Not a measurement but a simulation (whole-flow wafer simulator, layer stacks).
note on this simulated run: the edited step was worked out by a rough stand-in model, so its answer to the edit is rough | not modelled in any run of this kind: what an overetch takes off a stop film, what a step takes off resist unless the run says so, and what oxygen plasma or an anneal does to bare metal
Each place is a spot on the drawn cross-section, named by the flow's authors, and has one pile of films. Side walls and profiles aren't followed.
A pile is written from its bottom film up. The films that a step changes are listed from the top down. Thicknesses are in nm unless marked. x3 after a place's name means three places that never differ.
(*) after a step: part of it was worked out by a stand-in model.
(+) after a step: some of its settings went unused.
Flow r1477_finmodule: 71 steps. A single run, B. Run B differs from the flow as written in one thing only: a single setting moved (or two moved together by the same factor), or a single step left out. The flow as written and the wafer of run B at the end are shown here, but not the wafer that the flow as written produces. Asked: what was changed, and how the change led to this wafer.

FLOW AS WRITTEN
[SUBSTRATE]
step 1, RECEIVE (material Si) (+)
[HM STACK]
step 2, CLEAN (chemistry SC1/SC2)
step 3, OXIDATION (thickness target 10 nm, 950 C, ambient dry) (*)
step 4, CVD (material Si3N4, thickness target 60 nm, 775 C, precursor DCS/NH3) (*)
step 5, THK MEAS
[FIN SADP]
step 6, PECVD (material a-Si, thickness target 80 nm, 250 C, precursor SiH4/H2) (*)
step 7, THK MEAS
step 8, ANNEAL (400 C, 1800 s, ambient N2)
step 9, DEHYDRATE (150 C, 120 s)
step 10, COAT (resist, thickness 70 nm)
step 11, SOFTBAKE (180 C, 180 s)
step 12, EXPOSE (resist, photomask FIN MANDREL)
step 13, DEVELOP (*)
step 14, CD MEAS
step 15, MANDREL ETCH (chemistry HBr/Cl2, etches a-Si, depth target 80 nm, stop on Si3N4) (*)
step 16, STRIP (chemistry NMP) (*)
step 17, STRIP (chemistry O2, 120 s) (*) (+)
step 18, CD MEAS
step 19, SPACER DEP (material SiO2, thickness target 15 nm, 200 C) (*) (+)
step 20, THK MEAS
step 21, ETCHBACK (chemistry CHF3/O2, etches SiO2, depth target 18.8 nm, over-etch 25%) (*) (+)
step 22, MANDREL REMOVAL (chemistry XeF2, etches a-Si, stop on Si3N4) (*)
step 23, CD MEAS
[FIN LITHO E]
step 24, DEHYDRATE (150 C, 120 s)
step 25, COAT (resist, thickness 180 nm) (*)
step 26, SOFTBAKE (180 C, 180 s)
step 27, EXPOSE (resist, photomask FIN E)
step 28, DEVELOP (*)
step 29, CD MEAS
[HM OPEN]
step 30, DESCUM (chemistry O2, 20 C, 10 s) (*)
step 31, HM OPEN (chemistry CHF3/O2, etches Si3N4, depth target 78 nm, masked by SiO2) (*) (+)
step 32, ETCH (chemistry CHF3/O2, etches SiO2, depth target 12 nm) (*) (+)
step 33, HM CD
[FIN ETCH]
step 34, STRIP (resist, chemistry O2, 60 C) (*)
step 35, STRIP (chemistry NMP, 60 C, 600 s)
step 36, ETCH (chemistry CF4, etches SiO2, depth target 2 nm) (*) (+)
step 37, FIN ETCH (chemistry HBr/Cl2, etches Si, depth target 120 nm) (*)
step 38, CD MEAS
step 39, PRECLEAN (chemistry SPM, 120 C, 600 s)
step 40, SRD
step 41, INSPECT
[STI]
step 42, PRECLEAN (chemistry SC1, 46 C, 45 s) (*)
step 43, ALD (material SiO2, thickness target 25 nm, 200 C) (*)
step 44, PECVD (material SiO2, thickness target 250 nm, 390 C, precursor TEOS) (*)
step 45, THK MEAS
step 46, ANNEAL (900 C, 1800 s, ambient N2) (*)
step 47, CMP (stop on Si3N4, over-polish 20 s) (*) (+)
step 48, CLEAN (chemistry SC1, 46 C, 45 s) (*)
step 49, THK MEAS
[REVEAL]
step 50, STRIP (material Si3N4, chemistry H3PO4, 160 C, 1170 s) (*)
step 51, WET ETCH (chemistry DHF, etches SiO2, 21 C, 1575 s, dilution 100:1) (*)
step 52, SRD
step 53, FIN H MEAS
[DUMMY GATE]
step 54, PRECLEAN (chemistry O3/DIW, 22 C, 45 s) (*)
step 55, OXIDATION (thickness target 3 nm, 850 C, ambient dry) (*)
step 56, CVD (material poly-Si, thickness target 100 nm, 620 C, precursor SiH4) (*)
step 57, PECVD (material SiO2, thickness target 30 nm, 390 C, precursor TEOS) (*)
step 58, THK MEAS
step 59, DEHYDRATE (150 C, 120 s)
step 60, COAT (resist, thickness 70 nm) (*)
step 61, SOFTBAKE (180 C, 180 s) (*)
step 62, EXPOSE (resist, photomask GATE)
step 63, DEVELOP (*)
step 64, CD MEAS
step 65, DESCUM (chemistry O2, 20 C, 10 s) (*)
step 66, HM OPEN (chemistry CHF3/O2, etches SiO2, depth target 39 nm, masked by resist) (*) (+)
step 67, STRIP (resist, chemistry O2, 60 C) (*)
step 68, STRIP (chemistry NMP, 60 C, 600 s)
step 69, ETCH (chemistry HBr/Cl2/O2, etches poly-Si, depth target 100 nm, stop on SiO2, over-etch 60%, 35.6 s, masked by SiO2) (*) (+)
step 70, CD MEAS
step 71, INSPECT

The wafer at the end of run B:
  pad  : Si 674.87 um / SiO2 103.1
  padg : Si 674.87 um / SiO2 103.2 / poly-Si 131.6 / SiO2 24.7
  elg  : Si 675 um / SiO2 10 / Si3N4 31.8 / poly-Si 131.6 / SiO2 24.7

The reason: step 56, CVD: thickness target 131.6 nm was run, while the flow as written has thickness target 100 nm.
The wafer lets one read it off: padg has poly-Si 131.6, and step 56 as written asks for 100 nm.

The path from the change to this, step by step:
  step 56, CVD (material poly-Si, thickness target 100 nm, 620 C, precursor SiH4) (*)
      pad, padg, elg and 26 more: poly-Si gains 131.6 (new film) (it would be, as written: poly-Si gains 100 (new film))
      s40cg, s40co: poly-Si gains 146 (new film) (it would be, as written: poly-Si gains 113.9 (new film))
      (as well as at 5 more places)
  step 67, STRIP (resist, chemistry O2, 60 C) (*)
      s50cg: resist loses 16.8 (all of it) (it would be, as written: resist loses 17.4 (all of it))
  step 69, ETCH (chemistry HBr/Cl2/O2, etches poly-Si, depth target 100 nm, stop on SiO2, over-etch 60%, 35.6 s, masked by SiO2) (*) (+)
      elo, e40lo, e100lo, e200lo: chemical SiO2 loses 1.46 (all of it), poly-Si loses 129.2 (all of it) (it would be, as written: chemical SiO2 loses 1.46 (all of it), poly-Si loses 97.6 (all of it), Si3N4 loses 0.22)
      pad, eso, e40so and 8 more: chemical SiO2 loses 1.46 (all of it), poly-Si loses 129.2 (all of it), SiO2 loses 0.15 (it would be, as written: chemical SiO2 loses 1.46 (all of it), poly-Si loses 97.6 (all of it), SiO2 loses 0.42)
      (as well as at 3 more places)
